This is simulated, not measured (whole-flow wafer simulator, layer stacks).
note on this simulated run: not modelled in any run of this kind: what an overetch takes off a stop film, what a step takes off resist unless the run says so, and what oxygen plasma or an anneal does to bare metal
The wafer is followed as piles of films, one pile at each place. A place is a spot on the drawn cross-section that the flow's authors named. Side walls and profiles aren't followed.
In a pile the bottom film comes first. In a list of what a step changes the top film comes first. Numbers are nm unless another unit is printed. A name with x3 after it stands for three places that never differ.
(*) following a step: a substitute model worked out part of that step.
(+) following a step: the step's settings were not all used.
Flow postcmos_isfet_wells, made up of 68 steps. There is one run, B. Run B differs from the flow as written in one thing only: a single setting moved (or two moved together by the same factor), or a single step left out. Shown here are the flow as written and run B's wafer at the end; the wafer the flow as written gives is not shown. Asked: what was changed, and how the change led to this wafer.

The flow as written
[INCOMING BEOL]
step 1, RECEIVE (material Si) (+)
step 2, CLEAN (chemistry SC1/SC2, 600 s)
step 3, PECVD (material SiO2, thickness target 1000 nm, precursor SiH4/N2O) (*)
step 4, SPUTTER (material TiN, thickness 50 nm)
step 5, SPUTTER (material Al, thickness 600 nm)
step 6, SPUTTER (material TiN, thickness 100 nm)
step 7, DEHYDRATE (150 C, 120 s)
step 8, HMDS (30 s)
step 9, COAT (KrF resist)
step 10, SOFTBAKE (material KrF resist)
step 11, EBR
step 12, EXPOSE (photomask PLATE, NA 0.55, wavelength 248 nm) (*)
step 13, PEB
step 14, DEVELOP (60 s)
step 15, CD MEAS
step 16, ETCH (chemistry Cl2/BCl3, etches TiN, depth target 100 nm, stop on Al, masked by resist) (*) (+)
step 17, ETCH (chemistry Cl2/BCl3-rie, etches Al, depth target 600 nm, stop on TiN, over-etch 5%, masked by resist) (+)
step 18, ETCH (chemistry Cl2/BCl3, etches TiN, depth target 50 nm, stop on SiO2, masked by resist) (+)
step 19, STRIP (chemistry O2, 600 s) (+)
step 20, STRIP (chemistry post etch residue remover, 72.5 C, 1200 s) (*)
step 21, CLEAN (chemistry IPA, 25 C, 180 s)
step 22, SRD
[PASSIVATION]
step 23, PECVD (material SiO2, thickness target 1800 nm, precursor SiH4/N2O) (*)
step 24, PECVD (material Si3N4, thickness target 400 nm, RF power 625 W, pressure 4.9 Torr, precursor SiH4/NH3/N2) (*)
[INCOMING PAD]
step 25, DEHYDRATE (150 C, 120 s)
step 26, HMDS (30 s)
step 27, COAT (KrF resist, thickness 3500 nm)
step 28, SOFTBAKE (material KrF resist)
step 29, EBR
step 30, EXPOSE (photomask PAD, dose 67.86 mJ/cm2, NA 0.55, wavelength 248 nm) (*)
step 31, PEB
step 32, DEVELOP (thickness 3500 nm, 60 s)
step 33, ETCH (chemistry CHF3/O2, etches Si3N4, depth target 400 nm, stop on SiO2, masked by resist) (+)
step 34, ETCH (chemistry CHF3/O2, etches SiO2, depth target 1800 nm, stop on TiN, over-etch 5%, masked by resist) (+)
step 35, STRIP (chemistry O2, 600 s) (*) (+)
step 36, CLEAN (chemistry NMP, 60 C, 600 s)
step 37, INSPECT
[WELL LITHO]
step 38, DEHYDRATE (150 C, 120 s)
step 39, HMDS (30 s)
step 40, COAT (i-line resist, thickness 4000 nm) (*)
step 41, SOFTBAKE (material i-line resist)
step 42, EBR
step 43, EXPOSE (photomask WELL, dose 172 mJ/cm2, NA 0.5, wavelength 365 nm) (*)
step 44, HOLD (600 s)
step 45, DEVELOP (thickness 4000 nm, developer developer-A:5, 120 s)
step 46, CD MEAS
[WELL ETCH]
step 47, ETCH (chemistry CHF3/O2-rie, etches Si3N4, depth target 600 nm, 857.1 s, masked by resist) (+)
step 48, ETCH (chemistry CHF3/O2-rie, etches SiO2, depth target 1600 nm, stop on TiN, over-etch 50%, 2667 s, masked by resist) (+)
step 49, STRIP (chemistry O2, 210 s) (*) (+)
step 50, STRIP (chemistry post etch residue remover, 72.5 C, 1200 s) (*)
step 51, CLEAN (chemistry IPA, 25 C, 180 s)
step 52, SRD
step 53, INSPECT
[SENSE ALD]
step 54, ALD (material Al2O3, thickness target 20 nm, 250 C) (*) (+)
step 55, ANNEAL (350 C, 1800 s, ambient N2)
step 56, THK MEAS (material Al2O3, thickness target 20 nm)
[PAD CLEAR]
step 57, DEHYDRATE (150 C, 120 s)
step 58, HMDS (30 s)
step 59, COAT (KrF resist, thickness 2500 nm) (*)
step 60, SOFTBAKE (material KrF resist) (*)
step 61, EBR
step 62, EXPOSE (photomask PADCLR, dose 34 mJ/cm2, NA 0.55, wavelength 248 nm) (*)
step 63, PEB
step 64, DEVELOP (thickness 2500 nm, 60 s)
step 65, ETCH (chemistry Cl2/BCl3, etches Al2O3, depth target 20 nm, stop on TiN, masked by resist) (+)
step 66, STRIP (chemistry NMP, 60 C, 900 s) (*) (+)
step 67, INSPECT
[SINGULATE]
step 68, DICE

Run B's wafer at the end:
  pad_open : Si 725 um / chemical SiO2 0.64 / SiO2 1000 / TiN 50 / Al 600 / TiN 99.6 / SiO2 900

What caused this: step 34, ETCH: depth target 900 nm was run, while the flow as written has depth target 1800 nm.

The path from the change to this, step by step:
  step 34, ETCH (chemistry CHF3/O2, etches SiO2, depth target 1800 nm, stop on TiN, over-etch 5%, masked by resist) (+)
      pad_open: -900 SiO2 (in the flow as written it would be: -1800 SiO2 (all of it))
      field, margin, well900, well1300, well2000, well3000, pad_rim, pad_clr: -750 KrF resist (in the flow as written it would be: -1500 KrF resist)
  step 35, STRIP (chemistry O2, 600 s) (*) (+)
      field, margin, well900, well1300, well2000, well3000, pad_rim, pad_clr: -2388.4 KrF resist (all of it) (in the flow as written it would be: -1638.4 KrF resist (all of it))
  step 40, COAT (i-line resist, thickness 4000 nm) (*)
      pad_clr: +3545.4 i-line resist (new film) (in the flow as written it would be: +3256.8 i-line resist (new film))
      pad_open: +4479.6 i-line resist (new film) (in the flow as written it would be: +4804.7 i-line resist (new film))
  step 41, SOFTBAKE (material i-line resist)
      pad_clr: -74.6 i-line resist (in the flow as written it would be: -156.7 i-line resist)
      pad_open: +72.2 i-line resist (in the flow as written it would be: +115.3 i-line resist)
  step 49, STRIP (chemistry O2, 210 s) (*) (+)
      pad_clr: -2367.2 i-line resist (all of it) (in the flow as written it would be: -1996.5 i-line resist (all of it))
      pad_open: -3448.2 i-line resist (all of it) (in the flow as written it would be: -3816.3 i-line resist (all of it))
  step 59, COAT (KrF resist, thickness 2500 nm) (*)
      pad_rim: +2185.2 KrF resist (new film) (in the flow as written it would be: +1976.4 KrF resist (new film))
      pad_clr: +2003.4 KrF resist (new film) (in the flow as written it would be: +1691.6 KrF resist (new film))
      (also at 1 further place)
  step 60, SOFTBAKE (material KrF resist) (*)
      pad_rim: -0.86 KrF resist (in the flow as written it would be: nothing)
      pad_clr: -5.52 KrF resist (in the flow as written it would be: -9.57 KrF resist)
  step 64, DEVELOP (thickness 2500 nm, 60 s)
      pad_clr: -1997.9 KrF resist (all of it) (in the flow as written it would be: -1682 KrF resist (all of it))
      pad_open: -2837.1 KrF resist (all of it) (in the flow as written it would be: -3067.2 KrF resist (all of it))
  step 66, STRIP (chemistry NMP, 60 C, 900 s) (*) (+)
      pad_rim: -2145.6 KrF resist (all of it) (in the flow as written it would be: -1937.7 KrF resist (all of it))
